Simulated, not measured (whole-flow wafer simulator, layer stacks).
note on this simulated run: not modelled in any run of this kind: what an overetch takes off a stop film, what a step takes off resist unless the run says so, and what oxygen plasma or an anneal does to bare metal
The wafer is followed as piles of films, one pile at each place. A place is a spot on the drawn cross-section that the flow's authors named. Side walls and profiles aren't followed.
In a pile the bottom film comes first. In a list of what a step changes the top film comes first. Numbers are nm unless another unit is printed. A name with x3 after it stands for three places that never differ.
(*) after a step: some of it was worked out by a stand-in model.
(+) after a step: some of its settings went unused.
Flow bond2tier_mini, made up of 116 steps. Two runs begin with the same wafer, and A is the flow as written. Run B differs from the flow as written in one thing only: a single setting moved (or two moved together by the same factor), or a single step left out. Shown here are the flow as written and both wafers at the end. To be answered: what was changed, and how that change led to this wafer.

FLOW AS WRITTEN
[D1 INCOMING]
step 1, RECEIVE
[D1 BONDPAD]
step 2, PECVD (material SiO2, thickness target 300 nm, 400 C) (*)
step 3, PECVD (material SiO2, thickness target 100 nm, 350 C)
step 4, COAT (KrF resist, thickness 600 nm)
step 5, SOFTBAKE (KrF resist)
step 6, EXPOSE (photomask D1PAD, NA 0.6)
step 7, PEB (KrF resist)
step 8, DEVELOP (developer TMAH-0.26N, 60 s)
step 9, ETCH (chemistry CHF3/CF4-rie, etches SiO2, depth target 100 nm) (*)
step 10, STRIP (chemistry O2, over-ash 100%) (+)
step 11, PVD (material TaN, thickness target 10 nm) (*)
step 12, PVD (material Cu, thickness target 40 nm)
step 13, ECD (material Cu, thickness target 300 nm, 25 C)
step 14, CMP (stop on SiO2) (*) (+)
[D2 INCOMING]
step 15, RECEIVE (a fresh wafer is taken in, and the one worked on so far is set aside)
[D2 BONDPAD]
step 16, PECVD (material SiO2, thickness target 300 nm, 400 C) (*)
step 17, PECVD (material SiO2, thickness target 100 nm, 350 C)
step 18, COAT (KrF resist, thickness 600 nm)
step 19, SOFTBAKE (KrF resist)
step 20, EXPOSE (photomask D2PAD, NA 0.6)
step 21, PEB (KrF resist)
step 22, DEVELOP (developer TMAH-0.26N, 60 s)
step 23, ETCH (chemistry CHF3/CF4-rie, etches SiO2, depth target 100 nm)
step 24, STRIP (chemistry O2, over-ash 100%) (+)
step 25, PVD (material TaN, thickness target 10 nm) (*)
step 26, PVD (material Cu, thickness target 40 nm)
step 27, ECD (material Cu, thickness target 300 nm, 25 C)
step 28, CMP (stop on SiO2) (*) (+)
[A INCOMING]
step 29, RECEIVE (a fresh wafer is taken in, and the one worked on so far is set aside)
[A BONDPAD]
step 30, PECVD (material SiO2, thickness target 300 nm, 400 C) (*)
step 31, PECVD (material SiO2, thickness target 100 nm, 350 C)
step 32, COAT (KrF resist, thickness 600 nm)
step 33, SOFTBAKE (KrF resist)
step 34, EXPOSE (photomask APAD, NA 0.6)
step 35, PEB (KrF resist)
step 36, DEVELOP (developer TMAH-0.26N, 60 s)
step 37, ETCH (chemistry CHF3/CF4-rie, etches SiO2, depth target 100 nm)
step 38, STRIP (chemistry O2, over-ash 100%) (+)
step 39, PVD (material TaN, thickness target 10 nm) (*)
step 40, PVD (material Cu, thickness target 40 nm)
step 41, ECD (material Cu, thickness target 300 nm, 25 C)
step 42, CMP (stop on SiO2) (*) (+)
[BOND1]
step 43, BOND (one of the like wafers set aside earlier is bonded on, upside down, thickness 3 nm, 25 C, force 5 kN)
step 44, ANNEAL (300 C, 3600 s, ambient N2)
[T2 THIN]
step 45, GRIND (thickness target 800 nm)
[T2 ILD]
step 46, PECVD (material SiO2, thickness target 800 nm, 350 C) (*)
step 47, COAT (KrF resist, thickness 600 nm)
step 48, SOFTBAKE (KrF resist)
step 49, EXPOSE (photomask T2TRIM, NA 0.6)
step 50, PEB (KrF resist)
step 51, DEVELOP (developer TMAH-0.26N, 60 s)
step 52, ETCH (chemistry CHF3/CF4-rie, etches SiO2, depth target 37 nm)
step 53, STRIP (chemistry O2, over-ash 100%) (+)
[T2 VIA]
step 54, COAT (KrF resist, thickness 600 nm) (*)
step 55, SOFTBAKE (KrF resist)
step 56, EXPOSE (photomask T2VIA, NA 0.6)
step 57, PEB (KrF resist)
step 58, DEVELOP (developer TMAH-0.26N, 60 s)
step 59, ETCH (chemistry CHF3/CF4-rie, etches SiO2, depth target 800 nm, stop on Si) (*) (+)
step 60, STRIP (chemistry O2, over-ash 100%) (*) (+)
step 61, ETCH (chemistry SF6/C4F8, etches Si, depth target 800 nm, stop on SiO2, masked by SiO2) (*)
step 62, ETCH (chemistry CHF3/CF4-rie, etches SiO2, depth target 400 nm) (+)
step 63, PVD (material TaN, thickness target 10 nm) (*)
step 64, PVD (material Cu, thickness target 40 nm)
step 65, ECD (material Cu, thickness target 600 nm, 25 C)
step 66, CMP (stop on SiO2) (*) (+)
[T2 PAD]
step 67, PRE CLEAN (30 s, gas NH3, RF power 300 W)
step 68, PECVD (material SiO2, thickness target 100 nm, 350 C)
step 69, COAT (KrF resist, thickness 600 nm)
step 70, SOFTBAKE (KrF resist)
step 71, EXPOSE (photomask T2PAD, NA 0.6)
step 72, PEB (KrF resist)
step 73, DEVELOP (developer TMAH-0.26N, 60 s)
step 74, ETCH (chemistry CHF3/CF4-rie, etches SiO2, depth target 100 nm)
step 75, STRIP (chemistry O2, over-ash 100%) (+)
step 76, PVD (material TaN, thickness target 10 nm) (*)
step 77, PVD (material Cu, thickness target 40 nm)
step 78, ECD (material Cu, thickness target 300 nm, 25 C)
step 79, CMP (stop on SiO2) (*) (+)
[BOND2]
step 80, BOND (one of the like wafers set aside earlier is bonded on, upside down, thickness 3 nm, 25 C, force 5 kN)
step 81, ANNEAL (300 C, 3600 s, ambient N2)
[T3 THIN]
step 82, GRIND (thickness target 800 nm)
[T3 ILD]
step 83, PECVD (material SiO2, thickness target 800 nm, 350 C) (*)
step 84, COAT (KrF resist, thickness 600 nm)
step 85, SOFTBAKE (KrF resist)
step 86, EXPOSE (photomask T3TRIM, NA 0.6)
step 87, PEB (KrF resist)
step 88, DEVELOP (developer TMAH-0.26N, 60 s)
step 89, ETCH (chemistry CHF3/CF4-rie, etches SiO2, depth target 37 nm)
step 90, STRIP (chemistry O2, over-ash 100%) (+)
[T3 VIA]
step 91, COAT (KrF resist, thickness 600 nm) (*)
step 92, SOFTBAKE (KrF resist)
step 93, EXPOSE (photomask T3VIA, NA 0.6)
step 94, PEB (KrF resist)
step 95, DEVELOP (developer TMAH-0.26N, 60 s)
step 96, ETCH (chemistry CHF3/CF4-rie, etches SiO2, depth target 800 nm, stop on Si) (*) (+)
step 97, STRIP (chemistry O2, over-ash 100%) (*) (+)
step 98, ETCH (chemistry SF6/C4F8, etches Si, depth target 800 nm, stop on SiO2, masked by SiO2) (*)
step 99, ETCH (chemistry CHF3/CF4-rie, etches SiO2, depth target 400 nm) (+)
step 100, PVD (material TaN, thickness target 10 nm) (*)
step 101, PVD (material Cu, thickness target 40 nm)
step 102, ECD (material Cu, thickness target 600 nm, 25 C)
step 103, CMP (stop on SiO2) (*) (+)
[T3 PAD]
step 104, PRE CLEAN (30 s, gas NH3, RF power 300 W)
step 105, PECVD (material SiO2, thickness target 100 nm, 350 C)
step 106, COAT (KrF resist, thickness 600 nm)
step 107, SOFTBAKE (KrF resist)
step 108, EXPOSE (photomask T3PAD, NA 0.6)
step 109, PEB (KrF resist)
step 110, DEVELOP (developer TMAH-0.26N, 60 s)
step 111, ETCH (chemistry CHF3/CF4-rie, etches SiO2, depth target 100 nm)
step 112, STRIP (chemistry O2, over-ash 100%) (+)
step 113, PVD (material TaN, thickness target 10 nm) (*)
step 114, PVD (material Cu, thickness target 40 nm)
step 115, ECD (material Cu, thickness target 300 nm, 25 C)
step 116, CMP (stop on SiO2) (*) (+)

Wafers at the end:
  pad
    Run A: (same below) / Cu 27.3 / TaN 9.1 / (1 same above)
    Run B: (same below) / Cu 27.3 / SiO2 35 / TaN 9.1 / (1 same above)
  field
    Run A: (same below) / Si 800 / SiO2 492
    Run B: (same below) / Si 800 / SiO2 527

What caused this: step 105, PECVD: thickness target 135 nm was run, though the flow has thickness target 100 nm.

Step by step, how the change led to this:
  step 105, PECVD (material SiO2, thickness target 100 nm, 350 C)
      field: A SiO2 gains 100 | B SiO2 gains 135
      pad: A SiO2 gains 100 (new film) | B SiO2 gains 135 (new film)
  step 111, ETCH (chemistry CHF3/CF4-rie, etches SiO2, depth target 100 nm)
      pad: A SiO2 loses 100 (all of it) | B SiO2 loses 100
With metal films that touch counted as one body, pad has 4 bodies (between them, from the top down: SiO2 35; SiO2 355 / Si 800 / chemical SiO2 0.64 / SiO2 300; SiO2 355 / Si 800 / chemical SiO2 0.64 / SiO2 300); the flow as written gives 3 bodies (between them, from the top down: SiO2 355 / Si 800 / chemical SiO2 0.64 / SiO2 300; SiO2 355 / Si 800 / chemical SiO2 0.64 / SiO2 300).
